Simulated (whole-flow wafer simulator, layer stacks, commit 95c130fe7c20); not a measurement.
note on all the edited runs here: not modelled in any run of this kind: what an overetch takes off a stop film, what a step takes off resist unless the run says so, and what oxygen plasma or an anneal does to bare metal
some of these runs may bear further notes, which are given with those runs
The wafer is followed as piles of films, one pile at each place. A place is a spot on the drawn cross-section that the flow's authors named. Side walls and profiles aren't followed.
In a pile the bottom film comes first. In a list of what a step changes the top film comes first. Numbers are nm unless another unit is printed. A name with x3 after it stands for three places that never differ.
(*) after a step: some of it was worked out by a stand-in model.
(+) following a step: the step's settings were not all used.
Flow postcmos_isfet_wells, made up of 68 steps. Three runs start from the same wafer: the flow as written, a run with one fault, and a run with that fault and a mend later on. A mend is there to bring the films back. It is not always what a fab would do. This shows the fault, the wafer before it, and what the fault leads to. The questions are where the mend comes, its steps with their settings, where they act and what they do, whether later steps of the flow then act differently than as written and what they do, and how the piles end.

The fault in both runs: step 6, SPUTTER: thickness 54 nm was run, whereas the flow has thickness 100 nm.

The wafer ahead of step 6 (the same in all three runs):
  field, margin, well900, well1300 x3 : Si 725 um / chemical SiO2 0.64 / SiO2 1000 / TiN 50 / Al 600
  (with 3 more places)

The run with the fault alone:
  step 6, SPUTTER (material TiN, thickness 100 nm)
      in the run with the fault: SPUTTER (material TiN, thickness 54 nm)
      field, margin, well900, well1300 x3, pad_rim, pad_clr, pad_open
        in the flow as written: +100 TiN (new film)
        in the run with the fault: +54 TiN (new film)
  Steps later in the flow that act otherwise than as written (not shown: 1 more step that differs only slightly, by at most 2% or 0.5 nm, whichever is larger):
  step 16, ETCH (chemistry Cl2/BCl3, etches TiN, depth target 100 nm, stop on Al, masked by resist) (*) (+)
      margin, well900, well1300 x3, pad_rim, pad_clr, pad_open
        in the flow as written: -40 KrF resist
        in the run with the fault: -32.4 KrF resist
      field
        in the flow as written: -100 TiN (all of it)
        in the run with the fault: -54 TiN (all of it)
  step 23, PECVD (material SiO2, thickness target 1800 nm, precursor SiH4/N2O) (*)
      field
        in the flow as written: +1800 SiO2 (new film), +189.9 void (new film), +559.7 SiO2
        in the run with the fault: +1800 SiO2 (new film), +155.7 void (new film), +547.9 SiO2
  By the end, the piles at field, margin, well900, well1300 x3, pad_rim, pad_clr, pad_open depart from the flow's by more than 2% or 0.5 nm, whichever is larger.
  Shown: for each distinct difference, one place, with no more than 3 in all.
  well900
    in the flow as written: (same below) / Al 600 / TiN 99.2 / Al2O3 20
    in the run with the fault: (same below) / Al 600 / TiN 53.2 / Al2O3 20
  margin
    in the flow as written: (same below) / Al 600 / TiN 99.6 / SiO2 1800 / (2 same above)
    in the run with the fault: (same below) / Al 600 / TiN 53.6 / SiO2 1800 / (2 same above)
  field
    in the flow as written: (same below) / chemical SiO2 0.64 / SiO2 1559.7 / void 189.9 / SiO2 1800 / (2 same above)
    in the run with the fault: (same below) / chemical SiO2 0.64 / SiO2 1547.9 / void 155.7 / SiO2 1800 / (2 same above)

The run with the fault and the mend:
  The mend follows step 6.
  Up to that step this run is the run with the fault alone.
  step 6a, SPUTTER (material TiN, thickness 46 nm) (a further turn of the flow's step 6, with different settings)
      field, margin, well900, well1300 x3, pad_rim, pad_clr, pad_open
        +46 TiN
  Every later step of the flow that is run acts as written at every place that is followed.
  At every place that both follow, the piles at the end match the flow's.
